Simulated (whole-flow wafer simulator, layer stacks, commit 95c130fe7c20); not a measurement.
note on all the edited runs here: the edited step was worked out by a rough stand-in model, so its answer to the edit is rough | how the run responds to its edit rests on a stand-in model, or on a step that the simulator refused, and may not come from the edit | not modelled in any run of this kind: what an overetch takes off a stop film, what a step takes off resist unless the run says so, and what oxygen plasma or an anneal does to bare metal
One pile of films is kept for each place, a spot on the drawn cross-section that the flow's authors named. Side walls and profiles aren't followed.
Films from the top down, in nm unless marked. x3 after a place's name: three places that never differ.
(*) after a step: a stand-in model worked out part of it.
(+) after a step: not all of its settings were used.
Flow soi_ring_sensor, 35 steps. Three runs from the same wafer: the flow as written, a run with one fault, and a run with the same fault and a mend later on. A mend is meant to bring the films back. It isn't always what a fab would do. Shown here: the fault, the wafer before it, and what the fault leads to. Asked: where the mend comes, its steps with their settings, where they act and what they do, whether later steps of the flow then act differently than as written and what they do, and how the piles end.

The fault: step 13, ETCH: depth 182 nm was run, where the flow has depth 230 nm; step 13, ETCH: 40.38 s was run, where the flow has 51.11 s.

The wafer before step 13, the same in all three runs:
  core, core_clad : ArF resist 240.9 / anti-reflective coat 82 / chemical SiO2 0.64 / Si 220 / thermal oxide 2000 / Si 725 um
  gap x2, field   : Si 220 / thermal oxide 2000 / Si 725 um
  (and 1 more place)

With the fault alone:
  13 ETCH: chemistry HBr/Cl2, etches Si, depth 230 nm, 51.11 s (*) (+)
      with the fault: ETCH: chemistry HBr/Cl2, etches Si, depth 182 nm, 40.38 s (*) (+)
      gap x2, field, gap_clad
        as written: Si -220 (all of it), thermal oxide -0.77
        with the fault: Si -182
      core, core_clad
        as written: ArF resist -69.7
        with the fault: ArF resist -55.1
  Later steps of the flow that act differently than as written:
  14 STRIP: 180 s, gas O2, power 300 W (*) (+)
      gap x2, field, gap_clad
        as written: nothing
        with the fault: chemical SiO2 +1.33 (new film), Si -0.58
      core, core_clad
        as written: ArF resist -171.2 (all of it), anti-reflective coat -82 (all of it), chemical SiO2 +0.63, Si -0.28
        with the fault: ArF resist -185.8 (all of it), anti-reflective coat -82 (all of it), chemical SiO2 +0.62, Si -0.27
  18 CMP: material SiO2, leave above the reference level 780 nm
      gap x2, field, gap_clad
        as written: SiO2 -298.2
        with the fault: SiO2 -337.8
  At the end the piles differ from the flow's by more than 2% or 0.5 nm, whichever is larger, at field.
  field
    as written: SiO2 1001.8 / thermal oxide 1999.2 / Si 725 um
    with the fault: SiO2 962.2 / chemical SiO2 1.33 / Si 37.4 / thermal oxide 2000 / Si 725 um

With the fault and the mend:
  The mend comes after step 13.
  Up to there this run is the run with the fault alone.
  13a ETCH: chemistry HBr/Cl2, etches Si, depth 48 nm, 10.67 s (*) (+) (the flow's step 13 once more, with other settings)
      gap x2, field, gap_clad
        Si -38 (all of it), thermal oxide -0.77
      core, core_clad
        ArF resist -14.5
  No later step of the flow acts differently than as written, at any place that is followed, by more than 2% or 0.5 nm, whichever is larger.
  At the end the piles are the same as the flow's at every place that both follow.
